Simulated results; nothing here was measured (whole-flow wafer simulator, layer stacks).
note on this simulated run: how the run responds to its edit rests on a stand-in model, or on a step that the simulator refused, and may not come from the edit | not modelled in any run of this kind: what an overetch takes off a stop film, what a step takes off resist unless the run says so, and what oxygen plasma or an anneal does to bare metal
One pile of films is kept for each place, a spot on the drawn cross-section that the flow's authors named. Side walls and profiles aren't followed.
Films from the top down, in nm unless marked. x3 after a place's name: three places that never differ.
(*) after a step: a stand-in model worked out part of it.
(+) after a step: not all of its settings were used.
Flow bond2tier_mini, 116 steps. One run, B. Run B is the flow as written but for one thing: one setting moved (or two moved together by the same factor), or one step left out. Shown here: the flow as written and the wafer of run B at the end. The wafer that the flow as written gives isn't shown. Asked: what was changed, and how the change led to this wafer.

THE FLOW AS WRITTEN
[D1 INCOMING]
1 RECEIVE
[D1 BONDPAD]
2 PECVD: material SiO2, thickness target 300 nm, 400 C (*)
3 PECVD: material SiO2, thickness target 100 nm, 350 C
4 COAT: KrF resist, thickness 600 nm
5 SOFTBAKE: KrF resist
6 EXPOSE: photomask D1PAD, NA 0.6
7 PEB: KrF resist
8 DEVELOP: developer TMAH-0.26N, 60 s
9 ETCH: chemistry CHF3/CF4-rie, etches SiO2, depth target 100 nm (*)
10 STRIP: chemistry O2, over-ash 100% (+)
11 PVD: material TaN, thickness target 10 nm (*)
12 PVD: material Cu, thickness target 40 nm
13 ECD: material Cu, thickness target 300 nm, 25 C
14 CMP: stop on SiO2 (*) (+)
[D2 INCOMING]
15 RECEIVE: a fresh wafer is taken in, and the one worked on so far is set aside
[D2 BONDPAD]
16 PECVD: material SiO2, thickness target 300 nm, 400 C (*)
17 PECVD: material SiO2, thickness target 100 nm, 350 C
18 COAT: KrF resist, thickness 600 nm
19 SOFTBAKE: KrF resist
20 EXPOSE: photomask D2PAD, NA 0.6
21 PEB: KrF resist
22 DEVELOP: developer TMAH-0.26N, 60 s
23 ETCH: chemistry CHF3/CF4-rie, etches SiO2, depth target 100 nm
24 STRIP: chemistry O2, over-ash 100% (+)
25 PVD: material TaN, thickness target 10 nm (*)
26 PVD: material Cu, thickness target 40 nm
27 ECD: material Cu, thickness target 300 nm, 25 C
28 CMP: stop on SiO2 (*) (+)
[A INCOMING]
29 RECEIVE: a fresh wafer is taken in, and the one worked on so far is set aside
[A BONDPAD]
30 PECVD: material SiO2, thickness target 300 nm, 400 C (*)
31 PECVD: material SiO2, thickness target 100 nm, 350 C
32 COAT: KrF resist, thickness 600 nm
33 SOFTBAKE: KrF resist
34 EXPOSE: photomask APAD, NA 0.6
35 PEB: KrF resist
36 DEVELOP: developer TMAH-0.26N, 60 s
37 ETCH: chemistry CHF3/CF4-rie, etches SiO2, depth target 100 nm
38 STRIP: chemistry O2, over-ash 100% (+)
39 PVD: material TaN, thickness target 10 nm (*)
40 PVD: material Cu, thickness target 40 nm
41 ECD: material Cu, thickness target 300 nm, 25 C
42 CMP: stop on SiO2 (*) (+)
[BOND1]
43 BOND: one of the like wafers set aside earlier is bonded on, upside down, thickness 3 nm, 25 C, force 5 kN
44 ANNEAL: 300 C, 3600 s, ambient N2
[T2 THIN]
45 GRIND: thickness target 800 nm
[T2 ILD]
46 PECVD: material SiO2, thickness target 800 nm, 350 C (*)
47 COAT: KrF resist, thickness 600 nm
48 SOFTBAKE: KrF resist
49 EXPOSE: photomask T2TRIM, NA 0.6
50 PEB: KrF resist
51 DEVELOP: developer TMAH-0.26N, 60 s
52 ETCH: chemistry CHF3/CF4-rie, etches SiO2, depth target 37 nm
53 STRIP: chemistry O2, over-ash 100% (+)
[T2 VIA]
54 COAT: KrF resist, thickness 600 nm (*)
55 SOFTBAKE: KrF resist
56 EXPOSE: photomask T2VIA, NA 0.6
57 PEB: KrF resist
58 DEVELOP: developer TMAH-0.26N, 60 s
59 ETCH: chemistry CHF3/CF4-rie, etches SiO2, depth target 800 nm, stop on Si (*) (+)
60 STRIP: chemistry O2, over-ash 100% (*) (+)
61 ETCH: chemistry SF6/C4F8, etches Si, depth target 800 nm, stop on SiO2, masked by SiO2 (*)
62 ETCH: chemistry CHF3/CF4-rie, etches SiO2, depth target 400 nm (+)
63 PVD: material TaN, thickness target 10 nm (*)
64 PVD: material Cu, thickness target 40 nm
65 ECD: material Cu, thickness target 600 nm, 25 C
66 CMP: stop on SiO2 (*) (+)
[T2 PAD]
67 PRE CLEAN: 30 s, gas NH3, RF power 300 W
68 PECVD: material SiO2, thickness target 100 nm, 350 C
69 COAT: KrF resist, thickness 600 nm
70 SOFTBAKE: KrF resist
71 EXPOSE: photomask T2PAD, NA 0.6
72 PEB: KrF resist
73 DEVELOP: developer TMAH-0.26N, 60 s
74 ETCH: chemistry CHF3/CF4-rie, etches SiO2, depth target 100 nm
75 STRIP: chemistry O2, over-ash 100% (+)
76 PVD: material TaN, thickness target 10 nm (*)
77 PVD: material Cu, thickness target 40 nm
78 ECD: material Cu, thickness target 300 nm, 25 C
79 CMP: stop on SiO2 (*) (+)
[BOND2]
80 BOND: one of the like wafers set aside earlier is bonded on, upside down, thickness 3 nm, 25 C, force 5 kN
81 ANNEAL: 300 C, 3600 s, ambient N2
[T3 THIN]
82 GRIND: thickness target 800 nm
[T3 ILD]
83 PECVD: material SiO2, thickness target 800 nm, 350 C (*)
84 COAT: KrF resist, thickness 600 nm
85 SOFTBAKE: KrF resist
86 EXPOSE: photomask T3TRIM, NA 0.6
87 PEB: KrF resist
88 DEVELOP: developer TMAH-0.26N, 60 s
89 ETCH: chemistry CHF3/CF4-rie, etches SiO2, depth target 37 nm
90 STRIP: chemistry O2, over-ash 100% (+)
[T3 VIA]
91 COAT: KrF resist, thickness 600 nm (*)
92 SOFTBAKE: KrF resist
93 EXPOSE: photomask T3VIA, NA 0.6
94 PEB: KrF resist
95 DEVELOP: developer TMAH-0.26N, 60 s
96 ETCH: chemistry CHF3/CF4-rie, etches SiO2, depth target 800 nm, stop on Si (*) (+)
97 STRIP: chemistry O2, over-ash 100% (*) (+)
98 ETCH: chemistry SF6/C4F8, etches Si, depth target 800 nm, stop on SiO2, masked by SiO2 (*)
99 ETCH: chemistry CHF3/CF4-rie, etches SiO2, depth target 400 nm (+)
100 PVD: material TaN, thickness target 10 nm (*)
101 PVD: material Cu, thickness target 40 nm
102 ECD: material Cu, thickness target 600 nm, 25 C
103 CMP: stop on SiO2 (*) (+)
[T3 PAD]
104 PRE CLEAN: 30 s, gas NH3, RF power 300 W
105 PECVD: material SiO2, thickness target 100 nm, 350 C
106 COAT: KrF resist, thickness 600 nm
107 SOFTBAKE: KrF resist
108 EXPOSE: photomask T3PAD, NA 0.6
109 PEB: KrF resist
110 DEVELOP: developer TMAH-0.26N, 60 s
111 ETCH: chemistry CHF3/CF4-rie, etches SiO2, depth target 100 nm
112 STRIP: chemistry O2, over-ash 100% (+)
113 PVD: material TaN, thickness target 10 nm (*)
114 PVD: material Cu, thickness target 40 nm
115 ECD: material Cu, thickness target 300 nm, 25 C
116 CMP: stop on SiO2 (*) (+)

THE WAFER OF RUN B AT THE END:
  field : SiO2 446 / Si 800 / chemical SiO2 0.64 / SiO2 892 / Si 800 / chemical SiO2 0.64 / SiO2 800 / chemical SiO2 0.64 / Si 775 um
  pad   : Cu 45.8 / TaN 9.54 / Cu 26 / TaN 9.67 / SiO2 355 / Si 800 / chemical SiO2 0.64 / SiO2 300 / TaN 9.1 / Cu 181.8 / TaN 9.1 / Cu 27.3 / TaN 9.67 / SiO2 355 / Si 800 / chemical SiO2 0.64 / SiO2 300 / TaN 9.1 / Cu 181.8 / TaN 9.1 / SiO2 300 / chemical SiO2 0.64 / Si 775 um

The cause: step 105, PECVD: thickness target 54 nm was run, where the flow has thickness target 100 nm.

How the change led to this, step by step:
  105 PECVD: material SiO2, thickness target 100 nm, 350 C
      field: SiO2 +54 (as written it would be: SiO2 +100)
      pad: SiO2 +54 (new film) (as written it would be: SiO2 +100 (new film))
  111 ETCH: chemistry CHF3/CF4-rie, etches SiO2, depth target 100 nm
      pad: SiO2 -54 (all of it), Cu -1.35 (as written it would be: SiO2 -100 (all of it))
      field: KrF resist -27 (as written it would be: KrF resist -33.3)
  114 PVD: material Cu, thickness target 40 nm
      pad: Cu +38 (new film) (as written it would be: Cu +36.4 (new film))
  115 ECD: material Cu, thickness target 300 nm, 25 C
      pad: Cu +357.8 (as written it would be: Cu +404.5)
